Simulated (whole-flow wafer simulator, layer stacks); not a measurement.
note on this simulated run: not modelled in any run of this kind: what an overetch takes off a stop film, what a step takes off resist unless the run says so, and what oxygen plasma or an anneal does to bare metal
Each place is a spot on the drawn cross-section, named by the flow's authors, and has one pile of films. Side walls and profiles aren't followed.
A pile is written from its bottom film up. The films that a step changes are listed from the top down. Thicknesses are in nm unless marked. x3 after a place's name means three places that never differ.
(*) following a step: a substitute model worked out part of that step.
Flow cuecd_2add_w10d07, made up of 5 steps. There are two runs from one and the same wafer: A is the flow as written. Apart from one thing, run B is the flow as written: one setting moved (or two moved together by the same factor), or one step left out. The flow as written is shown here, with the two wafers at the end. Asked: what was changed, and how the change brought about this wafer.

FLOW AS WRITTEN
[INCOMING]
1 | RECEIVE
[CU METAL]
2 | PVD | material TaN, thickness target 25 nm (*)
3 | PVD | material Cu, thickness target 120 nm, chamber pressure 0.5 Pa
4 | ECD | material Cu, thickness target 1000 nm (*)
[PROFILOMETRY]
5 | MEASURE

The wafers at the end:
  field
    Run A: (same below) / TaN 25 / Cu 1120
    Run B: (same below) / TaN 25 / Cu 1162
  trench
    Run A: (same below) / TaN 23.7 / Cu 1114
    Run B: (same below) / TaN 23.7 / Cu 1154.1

What caused this: step 3, PVD: thickness target 162 nm was run, whereas the flow has thickness target 120 nm.

The path from the change to this, step by step:
  3 | PVD | material Cu, thickness target 120 nm, chamber pressure 0.5 Pa
      field: A +120 Cu (new film) | B +162 Cu (new film)
      trench: A +114 Cu (new film) | B +154.1 Cu (new film)
